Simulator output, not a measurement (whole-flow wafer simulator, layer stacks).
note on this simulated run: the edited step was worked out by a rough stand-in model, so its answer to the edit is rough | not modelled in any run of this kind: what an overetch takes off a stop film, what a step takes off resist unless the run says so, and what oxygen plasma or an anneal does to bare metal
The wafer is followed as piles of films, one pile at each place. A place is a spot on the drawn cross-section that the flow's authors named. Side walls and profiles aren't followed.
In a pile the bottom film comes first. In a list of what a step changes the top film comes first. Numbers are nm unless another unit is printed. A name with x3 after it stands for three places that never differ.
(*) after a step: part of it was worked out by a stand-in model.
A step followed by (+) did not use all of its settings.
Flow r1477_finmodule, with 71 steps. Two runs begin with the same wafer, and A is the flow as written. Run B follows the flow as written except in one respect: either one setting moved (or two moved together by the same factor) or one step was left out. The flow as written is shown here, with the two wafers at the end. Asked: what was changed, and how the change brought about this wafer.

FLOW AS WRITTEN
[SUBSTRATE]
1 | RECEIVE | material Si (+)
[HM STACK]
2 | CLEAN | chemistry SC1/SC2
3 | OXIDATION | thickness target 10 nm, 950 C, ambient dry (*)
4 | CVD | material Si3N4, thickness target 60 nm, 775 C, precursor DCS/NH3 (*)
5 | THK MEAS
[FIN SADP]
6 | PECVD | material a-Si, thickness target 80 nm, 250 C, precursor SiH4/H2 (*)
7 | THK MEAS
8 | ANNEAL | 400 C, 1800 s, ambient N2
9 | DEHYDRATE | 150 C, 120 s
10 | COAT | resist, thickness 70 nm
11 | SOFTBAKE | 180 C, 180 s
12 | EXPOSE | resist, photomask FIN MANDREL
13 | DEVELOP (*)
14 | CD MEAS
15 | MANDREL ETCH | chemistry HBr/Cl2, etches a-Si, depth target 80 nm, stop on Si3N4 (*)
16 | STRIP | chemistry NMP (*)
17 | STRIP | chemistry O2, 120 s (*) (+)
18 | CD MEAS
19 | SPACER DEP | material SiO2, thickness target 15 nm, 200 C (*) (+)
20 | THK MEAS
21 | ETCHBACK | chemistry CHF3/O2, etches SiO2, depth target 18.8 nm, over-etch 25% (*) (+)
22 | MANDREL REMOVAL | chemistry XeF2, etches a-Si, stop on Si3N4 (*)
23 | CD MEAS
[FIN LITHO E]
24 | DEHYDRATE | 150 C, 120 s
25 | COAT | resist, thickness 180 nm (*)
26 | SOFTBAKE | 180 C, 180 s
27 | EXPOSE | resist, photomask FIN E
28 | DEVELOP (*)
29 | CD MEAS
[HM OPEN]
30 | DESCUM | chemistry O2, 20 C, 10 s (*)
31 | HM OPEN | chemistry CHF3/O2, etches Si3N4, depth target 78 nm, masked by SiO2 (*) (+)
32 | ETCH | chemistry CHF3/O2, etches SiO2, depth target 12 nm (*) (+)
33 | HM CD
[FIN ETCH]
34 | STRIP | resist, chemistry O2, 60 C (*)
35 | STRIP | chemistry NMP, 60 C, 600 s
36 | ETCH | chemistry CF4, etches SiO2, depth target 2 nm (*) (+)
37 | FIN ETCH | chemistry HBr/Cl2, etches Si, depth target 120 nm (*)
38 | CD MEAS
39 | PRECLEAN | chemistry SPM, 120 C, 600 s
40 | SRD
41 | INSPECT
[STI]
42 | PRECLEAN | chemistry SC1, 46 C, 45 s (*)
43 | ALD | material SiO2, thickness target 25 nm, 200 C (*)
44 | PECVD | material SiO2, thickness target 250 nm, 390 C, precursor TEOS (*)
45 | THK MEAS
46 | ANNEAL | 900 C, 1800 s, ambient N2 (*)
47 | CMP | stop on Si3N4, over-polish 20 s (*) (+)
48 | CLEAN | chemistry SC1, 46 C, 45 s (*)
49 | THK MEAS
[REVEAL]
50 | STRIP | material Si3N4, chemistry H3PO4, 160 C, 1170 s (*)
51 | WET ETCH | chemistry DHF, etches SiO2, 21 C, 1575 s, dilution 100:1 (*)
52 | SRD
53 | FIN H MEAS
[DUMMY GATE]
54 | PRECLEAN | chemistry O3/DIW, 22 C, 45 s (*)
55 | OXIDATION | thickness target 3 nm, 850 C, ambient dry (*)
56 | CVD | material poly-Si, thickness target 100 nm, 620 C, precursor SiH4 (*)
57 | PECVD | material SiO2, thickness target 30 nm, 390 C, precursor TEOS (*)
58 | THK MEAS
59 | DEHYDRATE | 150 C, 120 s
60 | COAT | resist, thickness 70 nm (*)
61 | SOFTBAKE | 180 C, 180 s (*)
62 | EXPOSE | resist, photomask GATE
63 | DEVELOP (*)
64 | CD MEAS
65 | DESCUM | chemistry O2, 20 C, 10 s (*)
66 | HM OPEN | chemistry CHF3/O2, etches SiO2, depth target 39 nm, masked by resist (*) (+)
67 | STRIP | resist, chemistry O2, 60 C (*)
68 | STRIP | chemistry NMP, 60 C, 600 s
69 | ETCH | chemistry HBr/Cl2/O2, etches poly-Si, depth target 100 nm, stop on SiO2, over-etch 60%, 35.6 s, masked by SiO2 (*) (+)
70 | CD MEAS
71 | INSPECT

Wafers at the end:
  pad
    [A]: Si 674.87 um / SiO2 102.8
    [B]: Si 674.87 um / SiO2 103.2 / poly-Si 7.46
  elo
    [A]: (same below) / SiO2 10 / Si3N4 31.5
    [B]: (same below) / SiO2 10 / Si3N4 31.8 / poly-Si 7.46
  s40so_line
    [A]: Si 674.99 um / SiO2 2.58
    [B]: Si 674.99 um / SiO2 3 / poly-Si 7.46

What caused this: step 56, CVD: thickness target 169.9 nm was run, though the flow has thickness target 100 nm.

The path from the change to this, step by step:
  56 | CVD | material poly-Si, thickness target 100 nm, 620 C, precursor SiH4 (*)
      pad, padg, elg and 26 more: A poly-Si gains 100 (new film) | B poly-Si gains 169.9 (new film)
      s40cg, s40co: A poly-Si gains 113.9 (new film) | B poly-Si gains 184.7 (new film)
      (as well as at 5 more places)
  67 | STRIP | resist, chemistry O2, 60 C (*)
      s40cg: A resist loses 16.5 (all of it) | B resist loses 15.8 (all of it)
      s45cg: A resist loses 16.9 (all of it) | B resist loses 16.1 (all of it)
      (as well as at 1 more place)
  69 | ETCH | chemistry HBr/Cl2/O2, etches poly-Si, depth target 100 nm, stop on SiO2, over-etch 60%, 35.6 s, masked by SiO2 (*) (+)
      pad, eso, e40so and 8 more: A chemical SiO2 loses 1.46 (all of it), poly-Si loses 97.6 (all of it), SiO2 loses 0.42 | B chemical SiO2 loses 1.46 (all of it), poly-Si loses 160
      elo, e40lo, e100lo, e200lo: A chemical SiO2 loses 1.46 (all of it), poly-Si loses 97.6 (all of it), Si3N4 loses 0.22 | B chemical SiO2 loses 1.46 (all of it), poly-Si loses 160
      (as well as at 3 more places)
